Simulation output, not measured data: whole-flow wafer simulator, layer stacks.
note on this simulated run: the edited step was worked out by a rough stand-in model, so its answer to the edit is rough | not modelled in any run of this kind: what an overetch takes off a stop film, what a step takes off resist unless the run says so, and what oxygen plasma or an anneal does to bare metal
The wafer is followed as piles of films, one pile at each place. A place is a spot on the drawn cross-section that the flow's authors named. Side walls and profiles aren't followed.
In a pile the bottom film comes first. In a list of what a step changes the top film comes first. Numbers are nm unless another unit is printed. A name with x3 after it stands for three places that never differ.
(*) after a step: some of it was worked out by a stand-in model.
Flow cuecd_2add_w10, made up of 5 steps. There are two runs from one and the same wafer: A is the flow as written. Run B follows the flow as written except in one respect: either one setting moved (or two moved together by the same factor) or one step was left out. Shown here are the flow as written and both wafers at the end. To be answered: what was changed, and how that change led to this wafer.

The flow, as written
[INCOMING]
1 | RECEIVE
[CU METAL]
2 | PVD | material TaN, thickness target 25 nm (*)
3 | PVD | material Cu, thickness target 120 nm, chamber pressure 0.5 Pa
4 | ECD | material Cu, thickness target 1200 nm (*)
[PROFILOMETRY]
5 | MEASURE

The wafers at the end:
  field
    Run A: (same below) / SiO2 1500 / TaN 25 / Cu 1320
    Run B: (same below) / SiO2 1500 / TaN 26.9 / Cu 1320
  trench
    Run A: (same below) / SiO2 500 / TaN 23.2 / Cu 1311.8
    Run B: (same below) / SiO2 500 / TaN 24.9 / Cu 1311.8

What caused this: step 2, PVD: thickness target 26.9 nm was run, though the flow has thickness target 25 nm.
One can read it off the wafer: field has TaN 26.9, and step 2 as written asks for 25 nm.

The path from the change to this, step by step:
  2 | PVD | material TaN, thickness target 25 nm (*)
      field: A TaN gains 25 (new film) | B TaN gains 26.9 (new film)
      trench: A TaN gains 23.2 (new film) | B TaN gains 24.9 (new film)
